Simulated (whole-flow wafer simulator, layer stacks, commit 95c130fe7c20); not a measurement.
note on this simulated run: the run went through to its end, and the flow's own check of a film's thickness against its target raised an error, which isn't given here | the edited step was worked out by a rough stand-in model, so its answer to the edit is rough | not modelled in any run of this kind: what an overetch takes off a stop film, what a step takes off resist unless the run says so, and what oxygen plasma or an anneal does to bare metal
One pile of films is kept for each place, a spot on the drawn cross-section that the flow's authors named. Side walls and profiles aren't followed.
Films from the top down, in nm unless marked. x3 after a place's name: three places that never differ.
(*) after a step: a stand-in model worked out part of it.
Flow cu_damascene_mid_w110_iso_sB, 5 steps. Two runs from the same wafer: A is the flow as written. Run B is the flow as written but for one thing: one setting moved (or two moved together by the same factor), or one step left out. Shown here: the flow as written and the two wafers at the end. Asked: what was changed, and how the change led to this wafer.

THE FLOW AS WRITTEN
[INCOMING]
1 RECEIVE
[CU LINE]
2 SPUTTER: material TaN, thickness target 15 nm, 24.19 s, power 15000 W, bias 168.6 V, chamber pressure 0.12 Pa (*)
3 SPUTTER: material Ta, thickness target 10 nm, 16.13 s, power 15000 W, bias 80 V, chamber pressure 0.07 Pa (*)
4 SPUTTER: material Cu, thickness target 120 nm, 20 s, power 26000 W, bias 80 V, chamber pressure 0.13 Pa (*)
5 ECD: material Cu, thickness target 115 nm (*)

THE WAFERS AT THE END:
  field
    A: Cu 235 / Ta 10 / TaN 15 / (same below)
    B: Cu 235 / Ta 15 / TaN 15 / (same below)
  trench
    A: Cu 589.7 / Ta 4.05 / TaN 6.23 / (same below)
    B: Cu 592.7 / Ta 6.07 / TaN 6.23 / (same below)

The cause: step 3, SPUTTER: 24.2 s was run, where the flow has 16.13 s.

How the change led to this, step by step:
  3 SPUTTER: material Ta, thickness target 10 nm, 16.13 s, power 15000 W, bias 80 V, chamber pressure 0.07 Pa (*)
      field: A Ta +10 (new film) | B Ta +15 (new film)
      trench: A Ta +4.05 (new film) | B Ta +6.07 (new film)
